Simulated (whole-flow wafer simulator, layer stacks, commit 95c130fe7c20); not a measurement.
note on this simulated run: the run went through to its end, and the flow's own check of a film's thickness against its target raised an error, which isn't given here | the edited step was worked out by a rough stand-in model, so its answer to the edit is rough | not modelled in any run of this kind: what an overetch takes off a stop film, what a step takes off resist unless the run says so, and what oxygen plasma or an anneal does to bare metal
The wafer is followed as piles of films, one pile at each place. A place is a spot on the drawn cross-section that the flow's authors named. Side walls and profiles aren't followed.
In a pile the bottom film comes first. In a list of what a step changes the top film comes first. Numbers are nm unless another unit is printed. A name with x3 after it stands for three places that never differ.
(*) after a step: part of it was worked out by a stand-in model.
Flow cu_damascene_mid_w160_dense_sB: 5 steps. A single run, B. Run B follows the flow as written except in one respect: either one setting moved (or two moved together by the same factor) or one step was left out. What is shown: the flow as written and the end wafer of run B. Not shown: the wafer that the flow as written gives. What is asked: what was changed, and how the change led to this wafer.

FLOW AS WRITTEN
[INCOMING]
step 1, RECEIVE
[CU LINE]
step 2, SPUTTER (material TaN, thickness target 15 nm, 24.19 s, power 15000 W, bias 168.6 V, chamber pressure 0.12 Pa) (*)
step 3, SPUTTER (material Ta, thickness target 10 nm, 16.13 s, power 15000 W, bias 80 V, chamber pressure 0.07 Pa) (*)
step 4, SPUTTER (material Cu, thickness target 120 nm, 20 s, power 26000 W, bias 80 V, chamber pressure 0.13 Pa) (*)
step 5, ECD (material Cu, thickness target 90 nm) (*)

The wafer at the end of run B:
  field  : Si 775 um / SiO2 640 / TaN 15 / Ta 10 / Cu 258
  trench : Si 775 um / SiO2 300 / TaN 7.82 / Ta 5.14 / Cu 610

The reason: step 4, SPUTTER: thickness target 168 nm was run, though the flow has thickness target 120 nm.

Step by step, how the change led to this:
  step 4, SPUTTER (material Cu, thickness target 120 nm, 20 s, power 26000 W, bias 80 V, chamber pressure 0.13 Pa) (*)
      field: +168 Cu (new film) (it would be, as written: +120 Cu (new film))
      trench: +86.8 Cu (new film) (it would be, as written: +62 Cu (new film))
  step 5, ECD (material Cu, thickness target 90 nm) (*)
      trench: +523.2 Cu (it would be, as written: +500 Cu)
